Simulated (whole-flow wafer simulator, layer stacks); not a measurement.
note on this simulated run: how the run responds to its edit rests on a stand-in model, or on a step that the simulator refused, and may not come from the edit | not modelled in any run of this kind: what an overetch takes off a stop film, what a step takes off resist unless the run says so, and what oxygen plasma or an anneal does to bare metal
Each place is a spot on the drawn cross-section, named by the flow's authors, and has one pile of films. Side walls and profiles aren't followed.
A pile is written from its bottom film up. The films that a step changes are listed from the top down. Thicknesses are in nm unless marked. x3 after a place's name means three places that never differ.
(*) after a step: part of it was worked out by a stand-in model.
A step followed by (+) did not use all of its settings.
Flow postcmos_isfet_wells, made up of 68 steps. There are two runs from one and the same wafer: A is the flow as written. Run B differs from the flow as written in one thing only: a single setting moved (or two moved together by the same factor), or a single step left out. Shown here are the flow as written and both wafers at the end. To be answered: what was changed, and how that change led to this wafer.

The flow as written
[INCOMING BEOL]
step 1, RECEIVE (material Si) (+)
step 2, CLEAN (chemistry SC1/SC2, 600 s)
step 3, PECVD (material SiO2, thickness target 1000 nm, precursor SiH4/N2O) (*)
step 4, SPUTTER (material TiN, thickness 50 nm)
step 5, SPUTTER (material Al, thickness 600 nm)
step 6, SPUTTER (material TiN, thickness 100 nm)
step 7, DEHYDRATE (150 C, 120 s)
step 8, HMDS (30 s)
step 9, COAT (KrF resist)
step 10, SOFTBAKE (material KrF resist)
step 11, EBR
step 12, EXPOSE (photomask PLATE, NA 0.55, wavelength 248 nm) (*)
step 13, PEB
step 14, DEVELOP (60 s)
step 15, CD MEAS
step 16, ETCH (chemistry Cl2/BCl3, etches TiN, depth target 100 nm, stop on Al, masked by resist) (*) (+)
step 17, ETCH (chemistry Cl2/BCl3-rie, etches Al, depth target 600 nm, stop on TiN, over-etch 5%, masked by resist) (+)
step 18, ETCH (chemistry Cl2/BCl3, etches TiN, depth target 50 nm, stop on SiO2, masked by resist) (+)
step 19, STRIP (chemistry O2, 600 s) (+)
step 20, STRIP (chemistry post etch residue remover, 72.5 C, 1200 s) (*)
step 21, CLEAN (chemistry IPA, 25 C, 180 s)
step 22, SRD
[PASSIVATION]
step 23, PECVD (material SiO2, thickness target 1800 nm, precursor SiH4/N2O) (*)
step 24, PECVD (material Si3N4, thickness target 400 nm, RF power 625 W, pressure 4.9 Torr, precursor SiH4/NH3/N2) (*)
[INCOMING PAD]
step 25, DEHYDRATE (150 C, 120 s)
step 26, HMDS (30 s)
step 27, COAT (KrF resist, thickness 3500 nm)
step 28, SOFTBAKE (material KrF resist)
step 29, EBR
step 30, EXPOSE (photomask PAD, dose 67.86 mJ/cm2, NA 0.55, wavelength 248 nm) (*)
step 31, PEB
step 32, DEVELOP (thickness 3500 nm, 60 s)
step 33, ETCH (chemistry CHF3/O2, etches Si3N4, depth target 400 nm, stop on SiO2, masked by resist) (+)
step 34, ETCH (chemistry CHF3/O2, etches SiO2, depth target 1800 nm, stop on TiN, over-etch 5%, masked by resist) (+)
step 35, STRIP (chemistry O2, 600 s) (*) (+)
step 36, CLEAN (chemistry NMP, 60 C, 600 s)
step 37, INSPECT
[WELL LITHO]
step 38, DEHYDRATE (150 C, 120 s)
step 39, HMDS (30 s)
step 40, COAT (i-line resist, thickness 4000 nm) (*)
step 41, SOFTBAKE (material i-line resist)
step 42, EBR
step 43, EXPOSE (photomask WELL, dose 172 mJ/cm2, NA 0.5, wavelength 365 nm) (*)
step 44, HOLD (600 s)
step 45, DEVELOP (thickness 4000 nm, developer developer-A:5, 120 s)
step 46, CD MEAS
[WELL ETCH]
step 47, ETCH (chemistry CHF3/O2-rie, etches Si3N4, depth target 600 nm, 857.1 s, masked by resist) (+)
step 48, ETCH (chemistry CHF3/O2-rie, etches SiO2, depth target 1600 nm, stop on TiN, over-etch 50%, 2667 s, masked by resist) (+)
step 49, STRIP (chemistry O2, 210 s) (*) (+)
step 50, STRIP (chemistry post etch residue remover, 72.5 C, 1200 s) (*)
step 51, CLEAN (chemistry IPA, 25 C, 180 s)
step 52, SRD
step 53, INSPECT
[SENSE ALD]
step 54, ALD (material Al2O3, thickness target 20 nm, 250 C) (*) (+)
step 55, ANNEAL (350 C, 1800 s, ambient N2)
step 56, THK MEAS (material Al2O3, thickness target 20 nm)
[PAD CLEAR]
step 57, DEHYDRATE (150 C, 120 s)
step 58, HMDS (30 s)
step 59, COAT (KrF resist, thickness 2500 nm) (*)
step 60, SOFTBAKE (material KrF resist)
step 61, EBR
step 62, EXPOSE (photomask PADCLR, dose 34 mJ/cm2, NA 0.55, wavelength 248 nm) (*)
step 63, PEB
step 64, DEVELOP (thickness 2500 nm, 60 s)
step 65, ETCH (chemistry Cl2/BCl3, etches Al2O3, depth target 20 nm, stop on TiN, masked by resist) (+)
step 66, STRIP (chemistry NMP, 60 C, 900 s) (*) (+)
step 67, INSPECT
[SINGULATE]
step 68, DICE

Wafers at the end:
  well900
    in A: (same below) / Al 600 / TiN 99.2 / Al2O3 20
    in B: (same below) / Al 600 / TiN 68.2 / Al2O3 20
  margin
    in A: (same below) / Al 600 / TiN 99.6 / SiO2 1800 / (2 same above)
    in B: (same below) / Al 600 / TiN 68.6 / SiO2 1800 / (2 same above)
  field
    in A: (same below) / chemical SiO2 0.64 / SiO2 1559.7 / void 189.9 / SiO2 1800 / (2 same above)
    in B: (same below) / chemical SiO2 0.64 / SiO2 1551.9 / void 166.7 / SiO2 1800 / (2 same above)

What caused this: step 6, SPUTTER: thickness 69 nm was run, whereas the flow has thickness 100 nm.

Step by step, how the change led to this:
  step 6, SPUTTER (material TiN, thickness 100 nm)
      field, margin, well900, well1300 x3, pad_rim, pad_clr, pad_open: A +100 TiN (new film) | B +69 TiN (new film)
  step 16, ETCH (chemistry Cl2/BCl3, etches TiN, depth target 100 nm, stop on Al, masked by resist) (*) (+)
      field: A -100 TiN (all of it) | B -69 TiN (all of it)
  step 23, PECVD (material SiO2, thickness target 1800 nm, precursor SiH4/N2O) (*)
      field: A +1800 SiO2 (new film), +189.9 void (new film), +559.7 SiO2 | B +1800 SiO2 (new film), +166.7 void (new film), +551.9 SiO2
